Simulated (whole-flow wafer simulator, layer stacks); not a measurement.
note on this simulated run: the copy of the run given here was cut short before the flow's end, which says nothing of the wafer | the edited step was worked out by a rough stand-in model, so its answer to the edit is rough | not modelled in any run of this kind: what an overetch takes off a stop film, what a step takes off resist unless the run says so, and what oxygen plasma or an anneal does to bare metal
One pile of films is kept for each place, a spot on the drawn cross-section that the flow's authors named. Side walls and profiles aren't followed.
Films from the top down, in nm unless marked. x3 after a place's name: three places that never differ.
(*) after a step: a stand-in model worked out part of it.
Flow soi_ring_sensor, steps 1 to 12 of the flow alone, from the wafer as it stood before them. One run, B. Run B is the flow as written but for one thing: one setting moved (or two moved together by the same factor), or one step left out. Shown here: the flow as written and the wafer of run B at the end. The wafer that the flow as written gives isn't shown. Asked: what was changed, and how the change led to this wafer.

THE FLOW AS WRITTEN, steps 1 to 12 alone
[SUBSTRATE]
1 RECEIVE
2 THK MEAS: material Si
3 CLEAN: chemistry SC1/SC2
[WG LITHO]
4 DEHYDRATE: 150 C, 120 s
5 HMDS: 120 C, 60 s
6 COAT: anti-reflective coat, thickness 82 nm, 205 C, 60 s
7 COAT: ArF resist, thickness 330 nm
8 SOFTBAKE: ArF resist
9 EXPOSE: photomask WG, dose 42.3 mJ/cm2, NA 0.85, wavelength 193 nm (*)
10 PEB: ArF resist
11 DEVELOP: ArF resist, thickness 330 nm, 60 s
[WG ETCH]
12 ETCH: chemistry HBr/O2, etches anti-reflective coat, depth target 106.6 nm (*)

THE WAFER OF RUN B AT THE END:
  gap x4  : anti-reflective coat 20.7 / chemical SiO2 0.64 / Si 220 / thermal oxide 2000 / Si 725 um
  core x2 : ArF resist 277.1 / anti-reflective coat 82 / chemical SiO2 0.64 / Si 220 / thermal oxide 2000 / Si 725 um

The cause: step 12, ETCH: depth target 61.3 nm was run, where the flow has depth target 106.6 nm.

How the change led to this, step by step:
  12 ETCH: chemistry HBr/O2, etches anti-reflective coat, depth target 106.6 nm (*)
      gap x4: anti-reflective coat -61.3 (as written it would be: anti-reflective coat -82 (all of it), chemical SiO2 -0.64 (all of it))
      core x2: ArF resist -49 (as written it would be: ArF resist -85.3)
